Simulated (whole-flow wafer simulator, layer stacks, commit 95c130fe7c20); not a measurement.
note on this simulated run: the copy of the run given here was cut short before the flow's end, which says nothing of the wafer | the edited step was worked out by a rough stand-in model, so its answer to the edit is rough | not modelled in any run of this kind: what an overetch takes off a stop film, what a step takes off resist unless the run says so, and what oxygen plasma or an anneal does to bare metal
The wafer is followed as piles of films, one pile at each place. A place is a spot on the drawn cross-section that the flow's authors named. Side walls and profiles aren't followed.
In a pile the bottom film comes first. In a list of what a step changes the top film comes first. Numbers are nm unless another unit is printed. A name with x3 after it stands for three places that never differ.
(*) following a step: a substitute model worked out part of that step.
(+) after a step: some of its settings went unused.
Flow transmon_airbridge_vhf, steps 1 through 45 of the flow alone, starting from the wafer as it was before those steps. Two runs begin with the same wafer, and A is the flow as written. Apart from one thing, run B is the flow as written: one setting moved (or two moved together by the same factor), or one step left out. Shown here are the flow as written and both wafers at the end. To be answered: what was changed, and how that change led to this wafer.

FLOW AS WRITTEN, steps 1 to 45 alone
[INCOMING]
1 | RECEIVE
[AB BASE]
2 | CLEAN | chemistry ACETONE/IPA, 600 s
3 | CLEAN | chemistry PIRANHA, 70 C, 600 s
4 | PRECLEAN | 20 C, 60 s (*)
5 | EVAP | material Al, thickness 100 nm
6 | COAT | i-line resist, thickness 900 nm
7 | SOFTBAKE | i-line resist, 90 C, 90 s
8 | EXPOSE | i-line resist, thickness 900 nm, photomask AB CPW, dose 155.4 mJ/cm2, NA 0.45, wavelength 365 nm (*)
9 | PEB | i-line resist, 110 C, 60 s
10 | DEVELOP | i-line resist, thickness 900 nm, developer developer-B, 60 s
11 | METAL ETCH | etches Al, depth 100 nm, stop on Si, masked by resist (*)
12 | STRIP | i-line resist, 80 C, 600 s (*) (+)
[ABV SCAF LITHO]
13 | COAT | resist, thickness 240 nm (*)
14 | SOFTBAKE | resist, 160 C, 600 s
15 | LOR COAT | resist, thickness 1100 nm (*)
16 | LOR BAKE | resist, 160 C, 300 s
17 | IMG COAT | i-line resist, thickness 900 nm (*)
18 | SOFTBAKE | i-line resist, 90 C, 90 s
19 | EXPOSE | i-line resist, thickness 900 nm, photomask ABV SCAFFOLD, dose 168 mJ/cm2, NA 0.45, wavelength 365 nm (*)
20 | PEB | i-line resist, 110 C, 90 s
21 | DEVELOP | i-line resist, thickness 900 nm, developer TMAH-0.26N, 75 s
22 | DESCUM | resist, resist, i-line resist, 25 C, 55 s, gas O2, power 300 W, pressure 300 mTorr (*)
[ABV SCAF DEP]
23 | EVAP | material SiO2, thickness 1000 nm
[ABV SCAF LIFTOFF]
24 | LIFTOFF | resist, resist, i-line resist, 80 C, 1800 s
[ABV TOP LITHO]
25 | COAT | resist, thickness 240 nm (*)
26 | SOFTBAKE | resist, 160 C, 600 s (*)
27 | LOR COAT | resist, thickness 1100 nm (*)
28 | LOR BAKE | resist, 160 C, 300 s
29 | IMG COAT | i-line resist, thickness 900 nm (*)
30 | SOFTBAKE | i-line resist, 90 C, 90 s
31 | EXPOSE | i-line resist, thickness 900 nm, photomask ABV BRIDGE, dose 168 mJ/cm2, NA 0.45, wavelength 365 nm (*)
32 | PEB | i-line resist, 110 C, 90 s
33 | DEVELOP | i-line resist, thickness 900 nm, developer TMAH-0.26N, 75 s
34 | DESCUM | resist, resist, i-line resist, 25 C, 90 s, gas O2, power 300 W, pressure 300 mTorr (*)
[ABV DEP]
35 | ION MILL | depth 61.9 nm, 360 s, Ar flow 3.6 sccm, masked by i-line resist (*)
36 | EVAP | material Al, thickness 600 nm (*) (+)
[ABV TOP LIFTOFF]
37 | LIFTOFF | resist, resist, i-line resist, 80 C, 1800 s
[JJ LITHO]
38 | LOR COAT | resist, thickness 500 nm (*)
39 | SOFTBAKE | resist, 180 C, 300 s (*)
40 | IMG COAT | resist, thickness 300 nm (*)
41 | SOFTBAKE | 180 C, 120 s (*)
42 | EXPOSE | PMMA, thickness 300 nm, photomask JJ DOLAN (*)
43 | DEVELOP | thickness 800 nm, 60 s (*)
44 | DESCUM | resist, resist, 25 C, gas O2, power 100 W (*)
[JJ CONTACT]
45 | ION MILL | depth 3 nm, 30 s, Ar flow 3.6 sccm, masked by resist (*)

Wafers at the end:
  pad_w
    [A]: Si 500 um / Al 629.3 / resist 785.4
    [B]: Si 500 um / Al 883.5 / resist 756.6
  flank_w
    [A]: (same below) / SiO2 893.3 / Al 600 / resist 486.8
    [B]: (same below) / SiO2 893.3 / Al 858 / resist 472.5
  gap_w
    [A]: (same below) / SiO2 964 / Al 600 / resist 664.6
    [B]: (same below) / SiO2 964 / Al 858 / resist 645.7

What caused this: step 36, EVAP: thickness 858 nm was run, though the flow has thickness 600 nm.
One can read it off the wafer: flank_w has Al 858, and step 36 as written asks for 600 nm.

The path from the change to this, step by step:
  36 | EVAP | material Al, thickness 600 nm (*) (+)
      field x3, jj_line, ground_far and 10 more: A +600 Al (new film) | B +858 Al (new film)
      pad_w, pad_e: A +591.2 Al | B +845.5 Al
  37 | LIFTOFF | resist, resist, i-line resist, 80 C, 1800 s
      field x3, jj_line, trace_open_s x2: A -600 Al (all of it), -600 i-line resist (all of it), -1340 resist (all of it) | B -858 Al (all of it), -600 i-line resist (all of it), -1340 resist (all of it)
      margin_s, margin_n: A -600 Al (all of it), -318.3 i-line resist (all of it), -992 resist (all of it) | B -858 Al (all of it), -318.3 i-line resist (all of it), -992 resist (all of it)
      (also at 1 further place)
  38 | LOR COAT | resist, thickness 500 nm (*)
      pad_w, pad_e: A +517 resist (new film) | B +498.5 resist (new film)
      gap_w, gap_e: A +450.7 resist (new film) | B +440.4 resist (new film)
      (also at 4 further places)
  40 | IMG COAT | resist, thickness 300 nm (*)
      pad_w, pad_e: A +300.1 resist | B +289.9 resist
      flank_w, flank_e: A +212.1 resist | B +203.6 resist
      (also at 4 further places)
